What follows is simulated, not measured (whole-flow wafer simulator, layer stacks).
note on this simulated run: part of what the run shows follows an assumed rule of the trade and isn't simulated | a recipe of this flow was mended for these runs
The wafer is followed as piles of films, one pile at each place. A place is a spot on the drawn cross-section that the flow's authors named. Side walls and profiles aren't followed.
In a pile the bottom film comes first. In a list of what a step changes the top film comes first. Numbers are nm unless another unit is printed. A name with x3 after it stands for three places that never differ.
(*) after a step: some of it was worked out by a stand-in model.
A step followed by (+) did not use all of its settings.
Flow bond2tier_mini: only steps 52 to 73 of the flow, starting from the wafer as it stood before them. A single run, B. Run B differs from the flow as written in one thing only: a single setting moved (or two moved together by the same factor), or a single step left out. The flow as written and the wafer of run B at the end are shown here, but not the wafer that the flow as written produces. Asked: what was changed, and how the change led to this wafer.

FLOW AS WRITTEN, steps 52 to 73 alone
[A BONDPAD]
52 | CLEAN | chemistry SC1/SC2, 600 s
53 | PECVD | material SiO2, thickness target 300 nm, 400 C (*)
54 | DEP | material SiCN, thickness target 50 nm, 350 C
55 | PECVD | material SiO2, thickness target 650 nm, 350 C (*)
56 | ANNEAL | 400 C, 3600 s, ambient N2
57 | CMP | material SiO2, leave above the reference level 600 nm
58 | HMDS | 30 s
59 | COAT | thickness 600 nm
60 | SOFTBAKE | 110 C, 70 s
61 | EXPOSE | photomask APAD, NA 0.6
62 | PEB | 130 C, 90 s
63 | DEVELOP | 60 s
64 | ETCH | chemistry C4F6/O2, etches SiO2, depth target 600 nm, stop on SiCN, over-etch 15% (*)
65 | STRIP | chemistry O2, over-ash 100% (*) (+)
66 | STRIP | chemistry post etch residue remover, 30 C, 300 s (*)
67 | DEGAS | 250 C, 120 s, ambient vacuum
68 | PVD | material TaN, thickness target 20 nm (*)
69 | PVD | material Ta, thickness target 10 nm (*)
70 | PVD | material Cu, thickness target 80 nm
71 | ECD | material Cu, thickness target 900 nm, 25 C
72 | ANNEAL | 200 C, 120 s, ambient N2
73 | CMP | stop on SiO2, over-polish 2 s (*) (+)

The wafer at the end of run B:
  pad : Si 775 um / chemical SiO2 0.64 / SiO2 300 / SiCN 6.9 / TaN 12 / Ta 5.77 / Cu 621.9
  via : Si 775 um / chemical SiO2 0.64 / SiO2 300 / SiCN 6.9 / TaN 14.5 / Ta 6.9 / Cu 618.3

What caused this: step 64, ETCH: depth target 744 nm was run, though the flow has depth target 600 nm.

Step by step, how the change led to this:
  64 | ETCH | chemistry C4F6/O2, etches SiO2, depth target 600 nm, stop on SiCN, over-etch 15% (*)
      pad, via: SiO2 loses 600 (all of it), SiCN loses 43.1 (it would be, as written: SiO2 loses 600 (all of it), SiCN loses 15.2)
      field: thick-KrF-resist loses 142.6 (it would be, as written: thick-KrF-resist loses 115)
  65 | STRIP | chemistry O2, over-ash 100% (*) (+)
      field: thick-KrF-resist loses 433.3 (all of it) (it would be, as written: thick-KrF-resist loses 460.9 (all of it))
  70 | PVD | material Cu, thickness target 80 nm
      via: Cu gains 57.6 (new film) (it would be, as written: Cu gains 59 (new film))
